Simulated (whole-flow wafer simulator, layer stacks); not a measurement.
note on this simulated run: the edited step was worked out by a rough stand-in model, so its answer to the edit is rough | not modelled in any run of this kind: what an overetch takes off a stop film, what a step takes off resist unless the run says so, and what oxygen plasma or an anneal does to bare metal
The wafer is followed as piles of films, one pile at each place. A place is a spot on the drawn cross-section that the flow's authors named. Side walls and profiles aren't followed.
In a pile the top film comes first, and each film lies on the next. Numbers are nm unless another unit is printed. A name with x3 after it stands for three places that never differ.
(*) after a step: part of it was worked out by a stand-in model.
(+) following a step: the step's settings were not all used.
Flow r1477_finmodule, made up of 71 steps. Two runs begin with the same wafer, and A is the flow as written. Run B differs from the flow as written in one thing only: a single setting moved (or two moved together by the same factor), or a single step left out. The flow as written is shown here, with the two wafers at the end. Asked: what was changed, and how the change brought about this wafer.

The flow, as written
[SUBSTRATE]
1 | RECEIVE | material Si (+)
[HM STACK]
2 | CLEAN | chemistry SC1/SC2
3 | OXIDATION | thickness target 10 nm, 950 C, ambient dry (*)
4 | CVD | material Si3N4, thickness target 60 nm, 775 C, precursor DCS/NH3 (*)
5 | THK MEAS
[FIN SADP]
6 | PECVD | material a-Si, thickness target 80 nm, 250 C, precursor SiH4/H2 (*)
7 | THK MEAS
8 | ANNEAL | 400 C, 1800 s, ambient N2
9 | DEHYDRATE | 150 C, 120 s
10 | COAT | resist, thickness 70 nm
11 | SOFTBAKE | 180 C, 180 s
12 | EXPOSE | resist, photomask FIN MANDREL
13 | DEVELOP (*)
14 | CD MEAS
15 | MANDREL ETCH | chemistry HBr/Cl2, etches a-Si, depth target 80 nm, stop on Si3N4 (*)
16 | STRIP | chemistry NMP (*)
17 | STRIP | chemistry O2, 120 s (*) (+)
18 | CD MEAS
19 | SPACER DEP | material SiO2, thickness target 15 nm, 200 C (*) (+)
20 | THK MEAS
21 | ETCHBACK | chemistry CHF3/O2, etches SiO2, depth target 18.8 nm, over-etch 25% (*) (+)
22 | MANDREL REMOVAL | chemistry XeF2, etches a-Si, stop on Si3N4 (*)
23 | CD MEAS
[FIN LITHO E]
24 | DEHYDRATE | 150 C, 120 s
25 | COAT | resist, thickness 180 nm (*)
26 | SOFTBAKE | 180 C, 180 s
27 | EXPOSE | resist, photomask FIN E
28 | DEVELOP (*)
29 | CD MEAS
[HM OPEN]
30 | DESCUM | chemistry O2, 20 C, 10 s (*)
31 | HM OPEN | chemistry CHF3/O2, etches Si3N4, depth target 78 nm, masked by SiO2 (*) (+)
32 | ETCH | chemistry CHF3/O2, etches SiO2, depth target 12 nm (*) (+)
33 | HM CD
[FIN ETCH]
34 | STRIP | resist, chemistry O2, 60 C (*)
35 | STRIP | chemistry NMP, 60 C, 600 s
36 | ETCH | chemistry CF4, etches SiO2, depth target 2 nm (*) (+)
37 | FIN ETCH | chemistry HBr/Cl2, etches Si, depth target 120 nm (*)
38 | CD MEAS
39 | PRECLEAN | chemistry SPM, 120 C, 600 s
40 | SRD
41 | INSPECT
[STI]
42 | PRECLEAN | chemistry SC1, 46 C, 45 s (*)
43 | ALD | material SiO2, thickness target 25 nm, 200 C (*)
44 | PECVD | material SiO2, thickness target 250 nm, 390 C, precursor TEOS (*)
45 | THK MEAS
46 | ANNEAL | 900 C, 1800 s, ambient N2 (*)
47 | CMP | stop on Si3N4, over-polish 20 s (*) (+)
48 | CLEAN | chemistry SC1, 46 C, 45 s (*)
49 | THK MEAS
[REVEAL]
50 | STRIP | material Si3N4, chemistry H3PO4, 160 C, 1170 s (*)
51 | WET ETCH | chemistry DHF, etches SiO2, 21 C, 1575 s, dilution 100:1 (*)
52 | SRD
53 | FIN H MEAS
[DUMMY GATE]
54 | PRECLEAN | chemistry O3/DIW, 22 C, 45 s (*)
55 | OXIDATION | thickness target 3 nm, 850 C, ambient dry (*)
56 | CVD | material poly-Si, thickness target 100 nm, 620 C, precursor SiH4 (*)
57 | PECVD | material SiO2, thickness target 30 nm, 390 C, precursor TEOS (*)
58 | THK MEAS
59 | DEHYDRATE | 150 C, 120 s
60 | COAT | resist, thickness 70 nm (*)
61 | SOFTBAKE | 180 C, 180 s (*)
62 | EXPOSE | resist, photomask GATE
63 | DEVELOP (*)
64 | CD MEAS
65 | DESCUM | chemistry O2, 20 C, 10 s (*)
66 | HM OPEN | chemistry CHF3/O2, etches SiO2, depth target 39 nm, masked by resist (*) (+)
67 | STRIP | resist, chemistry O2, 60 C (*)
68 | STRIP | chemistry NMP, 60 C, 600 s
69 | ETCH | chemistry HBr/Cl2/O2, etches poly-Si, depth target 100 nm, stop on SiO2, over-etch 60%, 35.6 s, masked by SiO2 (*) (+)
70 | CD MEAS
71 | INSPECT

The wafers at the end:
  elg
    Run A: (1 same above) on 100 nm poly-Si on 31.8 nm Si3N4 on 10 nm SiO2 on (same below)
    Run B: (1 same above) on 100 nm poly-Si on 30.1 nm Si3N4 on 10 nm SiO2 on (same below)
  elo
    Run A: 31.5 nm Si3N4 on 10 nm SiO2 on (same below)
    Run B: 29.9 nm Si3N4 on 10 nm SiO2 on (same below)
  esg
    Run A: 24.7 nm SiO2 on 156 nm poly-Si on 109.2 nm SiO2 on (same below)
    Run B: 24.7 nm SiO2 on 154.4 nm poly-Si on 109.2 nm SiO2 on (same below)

Cause: step 21, ETCHBACK: depth target 20.7 nm was run, while the flow as written has depth target 18.8 nm.

How this came from the change, step by step:
  21 | ETCHBACK | chemistry CHF3/O2, etches SiO2, depth target 18.8 nm, over-etch 25% (*) (+)
      pad, padg, elg and 21 more: A -15 SiO2 (all of it), -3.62 Si3N4 | B -15 SiO2 (all of it), -5.43 Si3N4
      s40sg_line, s45sg_line, s50sg_line, s40so_line, s45so_line, s50so_line: A +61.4 SiO2 | B +59.5 SiO2
  31 | HM OPEN | chemistry CHF3/O2, etches Si3N4, depth target 78 nm, masked by SiO2 (*) (+)
      pad, padg, esg and 13 more: A -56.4 Si3N4 (all of it), -10 SiO2 (all of it) | B -54.6 Si3N4 (all of it), -10 SiO2 (all of it)
  51 | WET ETCH | chemistry DHF, etches SiO2, 21 C, 1575 s, dilution 100:1 (*)
      elg, e40lg, e100lg, e200lg, elo, e40lo, e100lo, e200lo: A -17.8 SiO2 (all of it), -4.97 Si3N4 | B -19.7 SiO2 (all of it), -4.82 Si3N4
  67 | STRIP | resist, chemistry O2, 60 C (*)
      e40sg: A -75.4 resist (all of it) | B -73.8 resist (all of it)
      e100sg: A -75.3 resist (all of it) | B -73.7 resist (all of it)
      (and at 1 other place as well)
